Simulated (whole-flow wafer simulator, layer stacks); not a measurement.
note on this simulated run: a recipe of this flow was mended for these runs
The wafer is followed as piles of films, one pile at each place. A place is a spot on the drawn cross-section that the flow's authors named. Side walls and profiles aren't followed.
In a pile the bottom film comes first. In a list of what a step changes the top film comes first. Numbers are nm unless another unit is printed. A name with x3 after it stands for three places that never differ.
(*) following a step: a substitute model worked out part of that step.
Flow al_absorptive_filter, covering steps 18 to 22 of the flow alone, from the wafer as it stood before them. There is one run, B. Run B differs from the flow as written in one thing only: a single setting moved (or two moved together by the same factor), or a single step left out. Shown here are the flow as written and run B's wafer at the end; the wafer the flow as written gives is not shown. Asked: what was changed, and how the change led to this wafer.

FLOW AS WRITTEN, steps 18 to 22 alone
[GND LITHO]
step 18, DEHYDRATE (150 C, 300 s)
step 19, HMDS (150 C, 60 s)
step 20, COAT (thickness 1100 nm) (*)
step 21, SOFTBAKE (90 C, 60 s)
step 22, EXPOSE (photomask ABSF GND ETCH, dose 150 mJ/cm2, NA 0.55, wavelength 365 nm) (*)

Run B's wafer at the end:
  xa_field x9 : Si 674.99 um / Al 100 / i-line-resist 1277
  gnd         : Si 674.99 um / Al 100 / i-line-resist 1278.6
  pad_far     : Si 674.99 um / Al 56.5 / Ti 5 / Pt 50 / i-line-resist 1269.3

The reason: step 20, COAT: thickness 1277 nm was run, though the flow has thickness 1100 nm.
The wafer itself shows it: xa_field x9 has i-line-resist 1277, and step 20 as written asks for 1100 nm.

How this came from the change, step by step:
  step 20, COAT (thickness 1100 nm) (*)
      xa_field x9: +1277 i-line-resist (new film) (in the flow as written it would be: +1100 i-line-resist (new film))
      gnd: +1278.5 i-line-resist (new film) (in the flow as written it would be: +1101.5 i-line-resist (new film))
      (also at 4 further places)
